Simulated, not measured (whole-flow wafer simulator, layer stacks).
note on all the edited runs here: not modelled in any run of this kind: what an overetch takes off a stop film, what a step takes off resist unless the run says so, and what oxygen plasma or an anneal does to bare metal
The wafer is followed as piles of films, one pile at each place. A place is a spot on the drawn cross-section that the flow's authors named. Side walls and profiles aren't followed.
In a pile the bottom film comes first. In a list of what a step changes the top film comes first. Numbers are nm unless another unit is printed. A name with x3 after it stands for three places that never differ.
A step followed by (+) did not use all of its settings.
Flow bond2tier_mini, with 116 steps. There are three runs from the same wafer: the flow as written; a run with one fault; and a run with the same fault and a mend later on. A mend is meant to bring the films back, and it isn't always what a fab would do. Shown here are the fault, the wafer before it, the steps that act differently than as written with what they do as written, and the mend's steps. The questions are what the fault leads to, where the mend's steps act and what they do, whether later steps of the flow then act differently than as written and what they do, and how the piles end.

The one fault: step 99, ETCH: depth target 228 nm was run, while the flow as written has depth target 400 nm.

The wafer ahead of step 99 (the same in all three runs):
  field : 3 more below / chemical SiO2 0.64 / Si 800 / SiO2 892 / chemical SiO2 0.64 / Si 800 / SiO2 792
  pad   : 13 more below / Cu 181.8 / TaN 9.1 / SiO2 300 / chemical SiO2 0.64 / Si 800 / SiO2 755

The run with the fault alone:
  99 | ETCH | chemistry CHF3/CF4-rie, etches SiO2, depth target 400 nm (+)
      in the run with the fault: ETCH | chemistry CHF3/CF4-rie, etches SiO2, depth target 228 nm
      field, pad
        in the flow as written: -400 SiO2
        in the run with the fault: -228 SiO2
  Every later step of the flow that is run acts as written at every place that is followed.
  By the end, the piles at field, pad depart from the flow's by more than 2% or 0.5 nm, whichever is larger.
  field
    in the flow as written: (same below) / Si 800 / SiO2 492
    in the run with the fault: (same below) / Si 800 / SiO2 664
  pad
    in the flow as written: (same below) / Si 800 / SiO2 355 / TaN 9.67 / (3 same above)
    in the run with the fault: (same below) / Si 800 / SiO2 527 / TaN 9.67 / (3 same above)

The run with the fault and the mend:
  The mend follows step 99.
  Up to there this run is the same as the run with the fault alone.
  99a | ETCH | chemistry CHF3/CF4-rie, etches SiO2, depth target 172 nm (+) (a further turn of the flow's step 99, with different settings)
      field, pad
        -172 SiO2
  Every later step of the flow that is run acts as written at every place that is followed.
  At every place that both follow, the piles at the end match the flow's.
